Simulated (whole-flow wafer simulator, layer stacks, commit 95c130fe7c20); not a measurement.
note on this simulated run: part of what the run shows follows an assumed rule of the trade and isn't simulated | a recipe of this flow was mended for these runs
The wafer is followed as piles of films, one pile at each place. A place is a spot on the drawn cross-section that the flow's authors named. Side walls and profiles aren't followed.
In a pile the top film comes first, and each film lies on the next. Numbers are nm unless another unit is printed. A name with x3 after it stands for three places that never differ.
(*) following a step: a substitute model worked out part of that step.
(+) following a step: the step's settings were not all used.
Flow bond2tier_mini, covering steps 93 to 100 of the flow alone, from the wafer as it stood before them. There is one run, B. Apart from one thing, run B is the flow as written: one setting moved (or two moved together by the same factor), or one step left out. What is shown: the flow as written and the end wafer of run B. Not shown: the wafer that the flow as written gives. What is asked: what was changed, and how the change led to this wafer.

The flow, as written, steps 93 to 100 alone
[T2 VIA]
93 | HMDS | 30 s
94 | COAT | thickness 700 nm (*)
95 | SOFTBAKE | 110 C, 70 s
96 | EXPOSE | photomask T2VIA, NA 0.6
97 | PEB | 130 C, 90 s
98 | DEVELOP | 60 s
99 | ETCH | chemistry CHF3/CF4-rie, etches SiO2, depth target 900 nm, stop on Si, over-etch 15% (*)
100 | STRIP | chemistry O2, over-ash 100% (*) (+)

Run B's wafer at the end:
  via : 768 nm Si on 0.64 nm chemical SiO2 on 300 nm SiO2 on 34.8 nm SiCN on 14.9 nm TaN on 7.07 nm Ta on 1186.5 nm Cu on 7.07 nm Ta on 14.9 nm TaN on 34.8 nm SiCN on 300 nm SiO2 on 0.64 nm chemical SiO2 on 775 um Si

What caused this: step 99, ETCH: depth target 1116 nm was run, while the flow as written has depth target 900 nm.

Step by step, how the change led to this:
  99 | ETCH | chemistry CHF3/CF4-rie, etches SiO2, depth target 900 nm, stop on Si, over-etch 15% (*)
      field, pad: thick-KrF-resist loses 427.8 (in the flow as written it would be: thick-KrF-resist loses 345)
      via: SiO2 loses 900 (all of it), Si loses 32 (in the flow as written it would be: SiO2 loses 900 (all of it), Si loses 11.2)
  100 | STRIP | chemistry O2, over-ash 100% (*) (+)
      field: thick-KrF-resist loses 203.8 (all of it) (in the flow as written it would be: thick-KrF-resist loses 286.6 (all of it))
      pad: thick-KrF-resist loses 290.1 (all of it) (in the flow as written it would be: thick-KrF-resist loses 372.9 (all of it))
